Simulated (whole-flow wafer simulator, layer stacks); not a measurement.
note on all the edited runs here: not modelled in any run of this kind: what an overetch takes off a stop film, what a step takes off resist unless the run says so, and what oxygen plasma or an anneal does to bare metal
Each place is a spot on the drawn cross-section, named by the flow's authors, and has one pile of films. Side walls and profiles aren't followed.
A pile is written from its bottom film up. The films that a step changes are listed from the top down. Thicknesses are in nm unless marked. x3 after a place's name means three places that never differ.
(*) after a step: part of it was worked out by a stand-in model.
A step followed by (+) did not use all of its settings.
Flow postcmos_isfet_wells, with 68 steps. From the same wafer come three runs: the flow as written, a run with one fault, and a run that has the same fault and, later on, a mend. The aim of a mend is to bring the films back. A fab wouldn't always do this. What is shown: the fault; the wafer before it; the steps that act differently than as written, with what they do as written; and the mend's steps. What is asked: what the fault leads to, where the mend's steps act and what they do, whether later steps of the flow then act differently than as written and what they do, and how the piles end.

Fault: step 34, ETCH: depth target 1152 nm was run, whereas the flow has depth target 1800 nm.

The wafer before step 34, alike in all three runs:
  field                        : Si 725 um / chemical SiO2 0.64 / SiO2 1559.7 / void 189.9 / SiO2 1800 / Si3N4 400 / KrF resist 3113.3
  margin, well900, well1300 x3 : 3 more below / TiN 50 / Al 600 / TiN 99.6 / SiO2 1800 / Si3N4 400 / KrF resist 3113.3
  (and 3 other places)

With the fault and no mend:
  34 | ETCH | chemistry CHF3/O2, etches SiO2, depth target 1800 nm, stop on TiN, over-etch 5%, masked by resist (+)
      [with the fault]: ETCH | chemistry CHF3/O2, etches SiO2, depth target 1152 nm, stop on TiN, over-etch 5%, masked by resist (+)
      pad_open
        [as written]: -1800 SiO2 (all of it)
        [with the fault]: -1152 SiO2
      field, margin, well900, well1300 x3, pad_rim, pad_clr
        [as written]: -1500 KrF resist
        [with the fault]: -960 KrF resist
  Steps later in the flow that act otherwise than as written (1 other step is not shown; it differs only slightly, by no more than 2% or 0.5 nm, whichever is larger):
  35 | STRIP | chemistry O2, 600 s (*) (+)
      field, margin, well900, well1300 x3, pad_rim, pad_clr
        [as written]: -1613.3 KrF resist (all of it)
        [with the fault]: -2153.3 KrF resist (all of it)
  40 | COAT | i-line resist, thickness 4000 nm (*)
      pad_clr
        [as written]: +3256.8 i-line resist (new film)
        [with the fault]: +3462.8 i-line resist (new film)
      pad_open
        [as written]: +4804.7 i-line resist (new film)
        [with the fault]: +4571 i-line resist (new film)
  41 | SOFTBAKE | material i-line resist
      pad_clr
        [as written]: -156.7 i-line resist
        [with the fault]: -95.6 i-line resist
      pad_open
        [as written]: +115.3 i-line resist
        [with the fault]: +85 i-line resist
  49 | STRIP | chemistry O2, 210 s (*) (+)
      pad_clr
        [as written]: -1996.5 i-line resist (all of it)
        [with the fault]: -2263.5 i-line resist (all of it)
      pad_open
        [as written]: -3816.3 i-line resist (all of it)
        [with the fault]: -3552.3 i-line resist (all of it)
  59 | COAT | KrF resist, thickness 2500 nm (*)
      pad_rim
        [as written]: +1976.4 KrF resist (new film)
        [with the fault]: +2127.3 KrF resist (new film)
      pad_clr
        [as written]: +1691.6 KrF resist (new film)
        [with the fault]: +1915.1 KrF resist (new film)
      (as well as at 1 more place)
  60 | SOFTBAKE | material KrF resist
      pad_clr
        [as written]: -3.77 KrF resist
        [with the fault]: -3.11 KrF resist
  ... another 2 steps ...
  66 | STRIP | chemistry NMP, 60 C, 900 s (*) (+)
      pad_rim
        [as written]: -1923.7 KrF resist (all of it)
        [with the fault]: -2073.3 KrF resist (all of it)
  The piles end different from the flow's at pad_open by more than 2% or 0.5 nm, whichever is larger.
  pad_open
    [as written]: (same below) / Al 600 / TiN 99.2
    [with the fault]: (same below) / Al 600 / TiN 99.6 / SiO2 648

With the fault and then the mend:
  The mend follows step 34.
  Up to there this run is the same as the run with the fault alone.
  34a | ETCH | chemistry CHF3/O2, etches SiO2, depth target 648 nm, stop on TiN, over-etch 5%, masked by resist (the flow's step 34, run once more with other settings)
      field, margin, well900, well1300 x3, pad_rim, pad_clr
        -540 KrF resist
      pad_open
        -648 SiO2 (all of it)
  None of the later steps of the flow acts differently than as written at any place that is followed.
  The piles end the same as the flow's at every place that both follow.
